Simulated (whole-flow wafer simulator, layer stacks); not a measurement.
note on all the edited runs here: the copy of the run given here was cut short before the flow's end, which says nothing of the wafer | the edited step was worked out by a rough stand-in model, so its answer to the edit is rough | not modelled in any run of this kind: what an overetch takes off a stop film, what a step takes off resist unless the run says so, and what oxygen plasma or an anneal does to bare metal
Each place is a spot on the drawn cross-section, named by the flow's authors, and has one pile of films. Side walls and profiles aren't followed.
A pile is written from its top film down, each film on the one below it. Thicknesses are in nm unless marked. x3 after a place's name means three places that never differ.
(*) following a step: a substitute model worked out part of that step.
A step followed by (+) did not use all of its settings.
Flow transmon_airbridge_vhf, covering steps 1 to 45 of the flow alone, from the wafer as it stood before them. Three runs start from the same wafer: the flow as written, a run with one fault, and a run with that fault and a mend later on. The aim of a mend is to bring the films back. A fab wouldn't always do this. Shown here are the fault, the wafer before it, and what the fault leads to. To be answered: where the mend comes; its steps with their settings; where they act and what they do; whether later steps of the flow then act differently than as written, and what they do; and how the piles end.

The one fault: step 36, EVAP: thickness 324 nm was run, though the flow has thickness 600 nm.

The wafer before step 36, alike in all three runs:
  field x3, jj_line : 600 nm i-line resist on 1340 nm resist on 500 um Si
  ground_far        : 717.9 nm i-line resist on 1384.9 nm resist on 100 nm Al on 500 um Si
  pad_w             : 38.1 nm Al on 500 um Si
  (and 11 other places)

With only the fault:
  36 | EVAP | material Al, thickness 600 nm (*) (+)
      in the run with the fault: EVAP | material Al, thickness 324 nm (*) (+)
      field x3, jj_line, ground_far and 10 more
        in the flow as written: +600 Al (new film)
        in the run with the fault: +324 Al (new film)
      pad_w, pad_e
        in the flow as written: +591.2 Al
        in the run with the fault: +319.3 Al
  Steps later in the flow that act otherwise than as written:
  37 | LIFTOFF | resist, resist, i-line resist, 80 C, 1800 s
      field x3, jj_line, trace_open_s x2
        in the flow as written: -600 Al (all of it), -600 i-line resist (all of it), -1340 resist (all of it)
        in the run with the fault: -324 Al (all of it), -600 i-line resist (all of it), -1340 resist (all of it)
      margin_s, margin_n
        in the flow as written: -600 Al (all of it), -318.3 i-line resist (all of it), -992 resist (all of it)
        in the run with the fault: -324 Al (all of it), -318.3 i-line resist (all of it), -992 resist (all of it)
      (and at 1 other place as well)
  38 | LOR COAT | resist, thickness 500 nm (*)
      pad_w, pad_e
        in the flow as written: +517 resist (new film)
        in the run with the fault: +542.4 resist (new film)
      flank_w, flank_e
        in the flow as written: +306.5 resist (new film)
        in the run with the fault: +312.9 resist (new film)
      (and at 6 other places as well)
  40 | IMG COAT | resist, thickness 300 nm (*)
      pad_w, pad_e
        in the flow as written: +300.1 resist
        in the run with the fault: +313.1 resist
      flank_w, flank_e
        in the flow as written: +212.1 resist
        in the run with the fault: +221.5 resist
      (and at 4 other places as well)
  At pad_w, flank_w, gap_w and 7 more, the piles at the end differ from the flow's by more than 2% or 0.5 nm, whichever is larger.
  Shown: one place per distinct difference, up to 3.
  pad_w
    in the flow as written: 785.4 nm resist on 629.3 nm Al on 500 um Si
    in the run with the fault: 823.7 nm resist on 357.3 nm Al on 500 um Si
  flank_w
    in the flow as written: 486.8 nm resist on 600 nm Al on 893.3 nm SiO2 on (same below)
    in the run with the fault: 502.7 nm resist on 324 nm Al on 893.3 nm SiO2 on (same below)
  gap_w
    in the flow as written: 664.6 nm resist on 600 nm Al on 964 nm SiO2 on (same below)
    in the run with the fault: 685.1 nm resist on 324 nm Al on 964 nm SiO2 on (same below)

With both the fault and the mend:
  After step 36 comes the mend.
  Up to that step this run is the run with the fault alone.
  36a | EVAP | material Al, thickness 276 nm (*) (+) (a further turn of the flow's step 36, with different settings)
      field x3, jj_line, ground_far and 10 more
        +276 Al
      pad_w, pad_e
        +271.9 Al
  Every later step of the flow that is run acts as written, at every place that is followed, to within 2% or 0.5 nm, whichever is larger.
  At the end the piles are close to the flow's at the places that both follow, differing by at most 2% or 0.5 nm, whichever is larger.
